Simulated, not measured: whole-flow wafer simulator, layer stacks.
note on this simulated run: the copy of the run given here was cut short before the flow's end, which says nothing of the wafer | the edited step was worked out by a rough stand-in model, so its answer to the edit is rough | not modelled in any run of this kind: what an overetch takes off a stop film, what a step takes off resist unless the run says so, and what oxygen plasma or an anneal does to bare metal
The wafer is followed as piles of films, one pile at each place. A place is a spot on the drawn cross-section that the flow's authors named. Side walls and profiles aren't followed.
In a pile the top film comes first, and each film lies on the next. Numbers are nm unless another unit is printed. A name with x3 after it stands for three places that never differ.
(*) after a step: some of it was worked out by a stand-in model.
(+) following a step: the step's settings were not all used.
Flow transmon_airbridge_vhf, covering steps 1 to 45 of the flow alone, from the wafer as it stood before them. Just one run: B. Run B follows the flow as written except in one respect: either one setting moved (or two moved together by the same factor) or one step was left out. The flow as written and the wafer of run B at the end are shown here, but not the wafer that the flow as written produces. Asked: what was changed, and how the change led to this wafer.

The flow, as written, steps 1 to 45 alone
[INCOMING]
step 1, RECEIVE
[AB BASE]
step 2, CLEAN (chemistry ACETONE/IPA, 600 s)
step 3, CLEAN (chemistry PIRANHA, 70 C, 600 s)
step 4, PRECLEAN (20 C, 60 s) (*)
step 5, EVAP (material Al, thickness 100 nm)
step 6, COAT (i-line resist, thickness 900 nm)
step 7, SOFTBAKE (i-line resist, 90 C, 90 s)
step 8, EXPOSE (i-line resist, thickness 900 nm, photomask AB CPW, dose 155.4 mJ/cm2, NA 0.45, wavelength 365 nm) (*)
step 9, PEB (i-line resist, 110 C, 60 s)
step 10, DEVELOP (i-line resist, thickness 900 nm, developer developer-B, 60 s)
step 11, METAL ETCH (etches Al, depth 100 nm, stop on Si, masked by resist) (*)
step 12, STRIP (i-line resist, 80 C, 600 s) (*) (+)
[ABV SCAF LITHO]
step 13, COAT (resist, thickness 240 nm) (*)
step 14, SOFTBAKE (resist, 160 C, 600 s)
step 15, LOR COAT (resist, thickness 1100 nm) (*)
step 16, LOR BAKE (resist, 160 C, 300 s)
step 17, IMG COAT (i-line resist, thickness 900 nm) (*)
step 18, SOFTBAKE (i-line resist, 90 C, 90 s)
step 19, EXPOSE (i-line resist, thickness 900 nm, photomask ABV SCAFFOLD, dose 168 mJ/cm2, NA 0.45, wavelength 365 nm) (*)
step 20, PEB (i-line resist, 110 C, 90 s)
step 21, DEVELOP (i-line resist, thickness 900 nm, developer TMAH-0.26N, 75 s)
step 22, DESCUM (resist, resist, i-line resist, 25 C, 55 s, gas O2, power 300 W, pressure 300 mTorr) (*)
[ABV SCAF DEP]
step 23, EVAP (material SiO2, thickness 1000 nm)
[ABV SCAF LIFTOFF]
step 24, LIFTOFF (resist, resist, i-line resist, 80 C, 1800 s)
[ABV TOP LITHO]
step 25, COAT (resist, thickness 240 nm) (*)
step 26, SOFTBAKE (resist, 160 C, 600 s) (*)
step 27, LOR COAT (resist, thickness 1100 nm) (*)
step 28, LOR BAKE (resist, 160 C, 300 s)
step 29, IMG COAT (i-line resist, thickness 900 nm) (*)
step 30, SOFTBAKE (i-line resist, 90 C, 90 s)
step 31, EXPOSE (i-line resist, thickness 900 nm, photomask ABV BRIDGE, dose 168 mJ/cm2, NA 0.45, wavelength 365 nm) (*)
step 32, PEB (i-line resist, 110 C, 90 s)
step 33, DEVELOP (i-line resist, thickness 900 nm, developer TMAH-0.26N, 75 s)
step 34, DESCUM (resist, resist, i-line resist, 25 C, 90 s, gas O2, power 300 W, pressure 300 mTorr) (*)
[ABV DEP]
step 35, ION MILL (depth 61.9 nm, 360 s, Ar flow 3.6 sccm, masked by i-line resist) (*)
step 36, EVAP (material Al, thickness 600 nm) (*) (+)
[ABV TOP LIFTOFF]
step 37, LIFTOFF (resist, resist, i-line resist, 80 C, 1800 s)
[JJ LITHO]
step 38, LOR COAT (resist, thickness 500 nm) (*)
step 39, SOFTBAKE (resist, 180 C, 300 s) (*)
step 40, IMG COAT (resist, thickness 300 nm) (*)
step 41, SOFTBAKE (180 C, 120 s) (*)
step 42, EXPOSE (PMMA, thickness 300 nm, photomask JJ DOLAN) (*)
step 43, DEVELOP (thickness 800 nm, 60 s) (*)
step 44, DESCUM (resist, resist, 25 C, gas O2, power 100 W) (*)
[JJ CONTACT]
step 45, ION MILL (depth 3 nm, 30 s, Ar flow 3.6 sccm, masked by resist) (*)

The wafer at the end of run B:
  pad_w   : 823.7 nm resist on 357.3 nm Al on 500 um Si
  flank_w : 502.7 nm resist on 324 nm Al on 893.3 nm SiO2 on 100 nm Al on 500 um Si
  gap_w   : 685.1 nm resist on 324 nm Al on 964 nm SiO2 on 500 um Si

The reason: step 36, EVAP: thickness 324 nm was run, whereas the flow has thickness 600 nm.
The wafer itself shows it: flank_w has Al 324, and step 36 as written asks for 600 nm.

How this came from the change, step by step:
  step 36, EVAP (material Al, thickness 600 nm) (*) (+)
      field x3, jj_line, ground_far and 10 more: +324 Al (new film) (in the flow as written it would be: +600 Al (new film))
      pad_w, pad_e: +319.3 Al (in the flow as written it would be: +591.2 Al)
  step 37, LIFTOFF (resist, resist, i-line resist, 80 C, 1800 s)
      field x3, jj_line, trace_open_s x2: -324 Al (all of it), -600 i-line resist (all of it), -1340 resist (all of it) (in the flow as written it would be: -600 Al (all of it), -600 i-line resist (all of it), -1340 resist (all of it))
      margin_s, margin_n: -324 Al (all of it), -318.3 i-line resist (all of it), -992 resist (all of it) (in the flow as written it would be: -600 Al (all of it), -318.3 i-line resist (all of it), -992 resist (all of it))
      (as well as at 1 more place)
  step 38, LOR COAT (resist, thickness 500 nm) (*)
      pad_w, pad_e: +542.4 resist (new film) (in the flow as written it would be: +517 resist (new film))
      flank_w, flank_e: +312.9 resist (new film) (in the flow as written it would be: +306.5 resist (new film))
      (as well as at 6 more places)
  step 40, IMG COAT (resist, thickness 300 nm) (*)
      pad_w, pad_e: +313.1 resist (in the flow as written it would be: +300.1 resist)
      flank_w, flank_e: +221.5 resist (in the flow as written it would be: +212.1 resist)
      (as well as at 4 more places)
